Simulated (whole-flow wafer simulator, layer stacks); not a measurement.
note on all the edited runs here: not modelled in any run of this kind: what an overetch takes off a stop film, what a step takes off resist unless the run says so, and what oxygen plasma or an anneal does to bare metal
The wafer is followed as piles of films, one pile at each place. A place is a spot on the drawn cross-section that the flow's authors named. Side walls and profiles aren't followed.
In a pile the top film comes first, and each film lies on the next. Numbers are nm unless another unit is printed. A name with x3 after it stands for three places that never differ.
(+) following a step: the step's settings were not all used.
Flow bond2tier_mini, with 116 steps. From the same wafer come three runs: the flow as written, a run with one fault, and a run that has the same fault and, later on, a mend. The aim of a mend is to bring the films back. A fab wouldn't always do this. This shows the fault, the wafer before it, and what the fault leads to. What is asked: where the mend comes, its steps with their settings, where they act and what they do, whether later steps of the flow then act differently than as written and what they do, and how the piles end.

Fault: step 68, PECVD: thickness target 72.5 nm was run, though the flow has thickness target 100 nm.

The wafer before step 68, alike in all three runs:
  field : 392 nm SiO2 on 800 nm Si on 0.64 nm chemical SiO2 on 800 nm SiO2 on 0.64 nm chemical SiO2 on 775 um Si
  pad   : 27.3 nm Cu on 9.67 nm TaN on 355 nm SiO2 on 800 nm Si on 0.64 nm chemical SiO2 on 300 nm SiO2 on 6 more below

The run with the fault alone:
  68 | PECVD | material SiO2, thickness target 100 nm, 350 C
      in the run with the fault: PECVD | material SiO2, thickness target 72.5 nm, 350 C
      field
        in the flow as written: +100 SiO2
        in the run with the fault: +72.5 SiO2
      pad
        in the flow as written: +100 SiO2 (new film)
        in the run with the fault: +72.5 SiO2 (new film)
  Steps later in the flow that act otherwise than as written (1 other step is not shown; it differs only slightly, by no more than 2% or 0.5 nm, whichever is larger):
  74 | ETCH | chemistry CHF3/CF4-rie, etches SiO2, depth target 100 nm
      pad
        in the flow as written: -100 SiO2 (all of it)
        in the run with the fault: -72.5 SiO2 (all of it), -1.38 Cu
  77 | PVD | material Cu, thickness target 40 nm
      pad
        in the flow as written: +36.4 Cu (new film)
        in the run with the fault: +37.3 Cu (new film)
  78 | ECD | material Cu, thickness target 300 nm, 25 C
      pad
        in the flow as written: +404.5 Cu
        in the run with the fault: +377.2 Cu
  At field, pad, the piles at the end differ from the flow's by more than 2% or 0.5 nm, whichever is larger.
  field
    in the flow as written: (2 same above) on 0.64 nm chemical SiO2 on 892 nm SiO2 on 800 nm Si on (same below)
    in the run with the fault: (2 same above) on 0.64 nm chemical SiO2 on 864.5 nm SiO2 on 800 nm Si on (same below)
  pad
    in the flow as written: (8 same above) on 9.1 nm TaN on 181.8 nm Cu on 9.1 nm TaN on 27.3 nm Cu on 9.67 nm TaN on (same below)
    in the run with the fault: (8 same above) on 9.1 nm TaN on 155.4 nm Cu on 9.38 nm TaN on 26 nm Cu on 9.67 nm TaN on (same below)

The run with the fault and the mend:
  After step 73 comes the mend.
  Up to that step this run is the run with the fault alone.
  73a | STRIP | chemistry O2, over-ash 100% (+)
      field
        -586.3 KrF resist (all of it)
  73b | PECVD | material SiO2, thickness target 27.5 nm, 350 C (a further turn of the flow's step 68, with different settings)
      field, pad
        +27.5 SiO2
  73c | COAT | KrF resist, thickness 600 nm (a further turn of the flow's step 69)
      field, pad
        +600 KrF resist (new film)
  73d | SOFTBAKE | KrF resist (a further turn of the flow's step 70)
      leaves every film unchanged at each place that is followed
  73e | EXPOSE | photomask T2PAD, NA 0.6 (a further turn of the flow's step 71)
      leaves every film unchanged at each place that is followed
  73f | PEB | KrF resist (a further turn of the flow's step 72)
      leaves every film unchanged at each place that is followed
  73g | DEVELOP | developer TMAH-0.26N, 60 s (a further turn of the flow's step 73)
      field
        -13.7 KrF resist
      pad
        -600 KrF resist (all of it)
  None of the later steps of the flow acts differently than as written at any place that is followed.
  By the end, the piles equal the flow's at every place that both follow.
